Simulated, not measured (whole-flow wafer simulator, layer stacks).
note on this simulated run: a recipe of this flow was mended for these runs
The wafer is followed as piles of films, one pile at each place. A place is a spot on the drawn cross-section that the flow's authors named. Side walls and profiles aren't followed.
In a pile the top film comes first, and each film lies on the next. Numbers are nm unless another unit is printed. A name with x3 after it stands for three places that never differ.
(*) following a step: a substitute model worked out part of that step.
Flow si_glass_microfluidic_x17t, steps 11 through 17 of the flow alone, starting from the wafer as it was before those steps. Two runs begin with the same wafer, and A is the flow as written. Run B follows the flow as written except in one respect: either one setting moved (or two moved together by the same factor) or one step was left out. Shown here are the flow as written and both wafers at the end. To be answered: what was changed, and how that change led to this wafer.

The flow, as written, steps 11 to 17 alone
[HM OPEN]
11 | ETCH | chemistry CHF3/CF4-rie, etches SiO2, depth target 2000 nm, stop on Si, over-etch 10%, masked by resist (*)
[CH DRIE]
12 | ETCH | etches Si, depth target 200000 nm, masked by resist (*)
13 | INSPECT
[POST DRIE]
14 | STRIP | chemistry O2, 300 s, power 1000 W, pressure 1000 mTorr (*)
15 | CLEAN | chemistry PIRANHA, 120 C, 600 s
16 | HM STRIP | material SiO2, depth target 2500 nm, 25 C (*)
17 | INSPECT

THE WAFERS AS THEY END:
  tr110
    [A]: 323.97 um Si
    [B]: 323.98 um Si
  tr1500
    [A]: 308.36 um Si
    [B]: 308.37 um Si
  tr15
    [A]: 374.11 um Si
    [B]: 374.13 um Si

Cause: step 11, ETCH: over-etch 4% was run, though the flow has over-etch 10%.

Step by step, how the change led to this:
  11 | ETCH | chemistry CHF3/CF4-rie, etches SiO2, depth target 2000 nm, stop on Si, over-etch 10%, masked by resist (*)
      tr110, tr1500, tr15: A -2000 SiO2 (all of it), -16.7 Si | B -2000 SiO2 (all of it), -6.67 Si
      land: A -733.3 thick-i-line-resist | B -693.3 thick-i-line-resist
  12 | ETCH | etches Si, depth target 200000 nm, masked by resist (*)
      tr1500: A -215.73 um Si | B -215.74 um Si
      tr15: A -149.99 um Si | B -149.98 um Si
